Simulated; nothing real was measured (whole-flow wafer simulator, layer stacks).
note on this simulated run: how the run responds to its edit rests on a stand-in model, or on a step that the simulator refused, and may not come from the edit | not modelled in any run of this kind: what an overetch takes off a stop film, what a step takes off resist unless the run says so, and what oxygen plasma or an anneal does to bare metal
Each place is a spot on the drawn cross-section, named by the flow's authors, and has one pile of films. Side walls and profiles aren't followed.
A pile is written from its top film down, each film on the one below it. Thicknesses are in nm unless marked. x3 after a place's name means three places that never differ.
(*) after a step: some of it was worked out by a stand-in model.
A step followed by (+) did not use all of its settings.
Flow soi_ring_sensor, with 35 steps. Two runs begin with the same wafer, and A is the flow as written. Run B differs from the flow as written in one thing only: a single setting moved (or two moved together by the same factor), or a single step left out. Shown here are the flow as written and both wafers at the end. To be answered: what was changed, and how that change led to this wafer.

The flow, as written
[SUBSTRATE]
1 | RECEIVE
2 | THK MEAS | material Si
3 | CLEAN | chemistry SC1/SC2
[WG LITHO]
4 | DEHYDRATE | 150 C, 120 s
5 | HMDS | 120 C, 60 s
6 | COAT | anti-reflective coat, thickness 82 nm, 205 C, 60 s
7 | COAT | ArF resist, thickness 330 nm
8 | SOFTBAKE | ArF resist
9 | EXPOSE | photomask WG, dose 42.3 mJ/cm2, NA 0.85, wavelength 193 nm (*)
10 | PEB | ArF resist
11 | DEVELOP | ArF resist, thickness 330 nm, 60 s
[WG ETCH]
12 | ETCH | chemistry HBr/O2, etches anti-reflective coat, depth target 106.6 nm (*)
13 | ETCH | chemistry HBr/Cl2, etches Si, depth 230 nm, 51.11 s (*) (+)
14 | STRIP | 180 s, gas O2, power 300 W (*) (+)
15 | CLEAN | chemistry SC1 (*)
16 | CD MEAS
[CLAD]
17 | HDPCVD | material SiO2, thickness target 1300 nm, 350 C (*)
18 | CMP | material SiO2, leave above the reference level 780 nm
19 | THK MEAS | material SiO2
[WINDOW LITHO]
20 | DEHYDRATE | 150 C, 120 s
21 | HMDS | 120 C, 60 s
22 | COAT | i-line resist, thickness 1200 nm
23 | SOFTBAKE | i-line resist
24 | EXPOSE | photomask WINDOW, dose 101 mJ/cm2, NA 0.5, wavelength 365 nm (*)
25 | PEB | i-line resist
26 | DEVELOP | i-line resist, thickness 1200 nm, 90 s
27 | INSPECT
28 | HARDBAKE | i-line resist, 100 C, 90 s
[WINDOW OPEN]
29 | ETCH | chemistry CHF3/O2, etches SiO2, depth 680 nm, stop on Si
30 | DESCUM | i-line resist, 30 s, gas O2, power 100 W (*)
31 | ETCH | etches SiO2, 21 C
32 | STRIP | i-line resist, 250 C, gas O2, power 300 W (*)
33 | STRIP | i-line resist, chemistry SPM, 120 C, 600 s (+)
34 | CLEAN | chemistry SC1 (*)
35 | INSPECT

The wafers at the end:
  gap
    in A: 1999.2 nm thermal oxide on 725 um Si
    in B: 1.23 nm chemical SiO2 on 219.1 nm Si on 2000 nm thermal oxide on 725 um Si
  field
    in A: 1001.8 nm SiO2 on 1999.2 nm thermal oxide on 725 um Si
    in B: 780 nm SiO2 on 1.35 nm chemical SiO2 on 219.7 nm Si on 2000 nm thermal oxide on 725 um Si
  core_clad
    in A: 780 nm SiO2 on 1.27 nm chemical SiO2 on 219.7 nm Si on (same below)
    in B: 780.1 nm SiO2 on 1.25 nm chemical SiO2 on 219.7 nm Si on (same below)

Cause: step 12, ETCH: chemistry HBr/O2, etches anti-reflective coat, depth target 106.6 nm (*), was not run.

The path from the change to this, step by step:
  13 | ETCH | chemistry HBr/Cl2, etches Si, depth 230 nm, 51.11 s (*) (+)
      gap, window, field, gap_clad: A -220 Si (all of it), -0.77 thermal oxide | B -82 anti-reflective coat (all of it)
  14 | STRIP | 180 s, gas O2, power 300 W (*) (+)
      gap, window, field, gap_clad: A nothing | B +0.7 chemical SiO2, -0.31 Si
      core, core_clad: A -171 ArF resist (all of it), -82 anti-reflective coat (all of it), +0.63 chemical SiO2, -0.28 Si | B -256.3 ArF resist (all of it), -82 anti-reflective coat (all of it), +0.61 chemical SiO2, -0.27 Si
  18 | CMP | material SiO2, leave above the reference level 780 nm
      gap, window, field, gap_clad: A -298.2 SiO2 | B -520 SiO2
  31 | ETCH | etches SiO2, 21 C
      gap, window: A -321.8 SiO2 (all of it) | B -100 SiO2 (all of it), -1.35 chemical SiO2 (all of it)
  32 | STRIP | i-line resist, 250 C, gas O2, power 300 W (*)
      gap, window: A nothing | B +1.23 chemical SiO2 (new film), -0.54 Si
